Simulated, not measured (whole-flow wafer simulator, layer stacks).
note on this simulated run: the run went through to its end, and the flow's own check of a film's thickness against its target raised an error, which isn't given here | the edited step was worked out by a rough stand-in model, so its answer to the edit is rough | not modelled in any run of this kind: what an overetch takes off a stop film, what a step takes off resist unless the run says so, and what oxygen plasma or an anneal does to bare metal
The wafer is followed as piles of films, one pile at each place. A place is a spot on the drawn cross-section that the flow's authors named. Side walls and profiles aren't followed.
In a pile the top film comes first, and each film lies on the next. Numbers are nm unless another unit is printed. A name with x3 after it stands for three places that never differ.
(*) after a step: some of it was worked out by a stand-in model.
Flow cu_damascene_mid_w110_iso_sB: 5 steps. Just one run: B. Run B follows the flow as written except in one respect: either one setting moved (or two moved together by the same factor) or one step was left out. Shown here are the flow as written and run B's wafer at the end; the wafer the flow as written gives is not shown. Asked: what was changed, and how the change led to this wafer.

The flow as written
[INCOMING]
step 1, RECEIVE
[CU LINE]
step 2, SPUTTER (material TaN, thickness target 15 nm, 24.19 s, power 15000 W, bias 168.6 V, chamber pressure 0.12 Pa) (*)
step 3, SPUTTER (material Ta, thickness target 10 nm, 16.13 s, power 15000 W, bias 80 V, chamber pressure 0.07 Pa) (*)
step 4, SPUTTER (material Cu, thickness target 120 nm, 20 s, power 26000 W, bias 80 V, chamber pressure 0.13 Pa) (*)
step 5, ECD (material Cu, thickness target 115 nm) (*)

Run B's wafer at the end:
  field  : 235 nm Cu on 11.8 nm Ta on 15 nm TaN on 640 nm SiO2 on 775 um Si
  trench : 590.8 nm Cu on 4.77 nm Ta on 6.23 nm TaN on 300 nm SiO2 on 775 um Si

The reason: step 3, SPUTTER: thickness target 11.8 nm was run, whereas the flow has thickness target 10 nm; step 3, SPUTTER: 18.95 s was run, where the flow has 16.13 s.
The wafer itself shows it: field has Ta 11.8, and step 3 as written asks for 10 nm.

Step by step, how the change led to this:
  step 3, SPUTTER (material Ta, thickness target 10 nm, 16.13 s, power 15000 W, bias 80 V, chamber pressure 0.07 Pa) (*)
      field: +11.8 Ta (new film) (in the flow as written it would be: +10 Ta (new film))
      trench: +4.77 Ta (new film) (in the flow as written it would be: +4.05 Ta (new film))
